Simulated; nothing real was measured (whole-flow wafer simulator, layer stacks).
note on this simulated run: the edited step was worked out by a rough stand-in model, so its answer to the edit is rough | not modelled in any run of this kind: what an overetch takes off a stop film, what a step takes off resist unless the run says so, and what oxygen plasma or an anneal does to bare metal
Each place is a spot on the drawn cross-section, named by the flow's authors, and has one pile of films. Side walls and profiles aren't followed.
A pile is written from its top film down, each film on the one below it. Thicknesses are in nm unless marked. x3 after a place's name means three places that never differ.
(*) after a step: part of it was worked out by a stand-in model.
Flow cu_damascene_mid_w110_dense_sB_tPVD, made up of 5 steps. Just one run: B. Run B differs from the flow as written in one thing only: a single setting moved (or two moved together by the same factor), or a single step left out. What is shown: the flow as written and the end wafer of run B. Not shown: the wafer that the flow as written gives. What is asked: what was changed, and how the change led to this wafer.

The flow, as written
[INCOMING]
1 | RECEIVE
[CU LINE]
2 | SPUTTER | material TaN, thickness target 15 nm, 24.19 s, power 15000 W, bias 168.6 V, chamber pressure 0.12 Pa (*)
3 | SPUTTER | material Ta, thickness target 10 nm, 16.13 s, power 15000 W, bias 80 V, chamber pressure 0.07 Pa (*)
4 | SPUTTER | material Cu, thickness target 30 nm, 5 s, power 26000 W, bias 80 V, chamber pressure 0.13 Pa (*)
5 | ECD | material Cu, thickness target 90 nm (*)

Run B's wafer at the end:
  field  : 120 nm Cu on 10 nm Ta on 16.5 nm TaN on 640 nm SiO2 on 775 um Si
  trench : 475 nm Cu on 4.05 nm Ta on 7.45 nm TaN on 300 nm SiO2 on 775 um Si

The reason: step 2, SPUTTER: bias 107.9 V was run, though the flow has bias 168.6 V.

Step by step, how the change led to this:
  2 | SPUTTER | material TaN, thickness target 15 nm, 24.19 s, power 15000 W, bias 168.6 V, chamber pressure 0.12 Pa (*)
      field: +16.5 TaN (new film) (as written it would have been: +15 TaN (new film))
      trench: +7.45 TaN (new film) (as written it would have been: +6.23 TaN (new film))
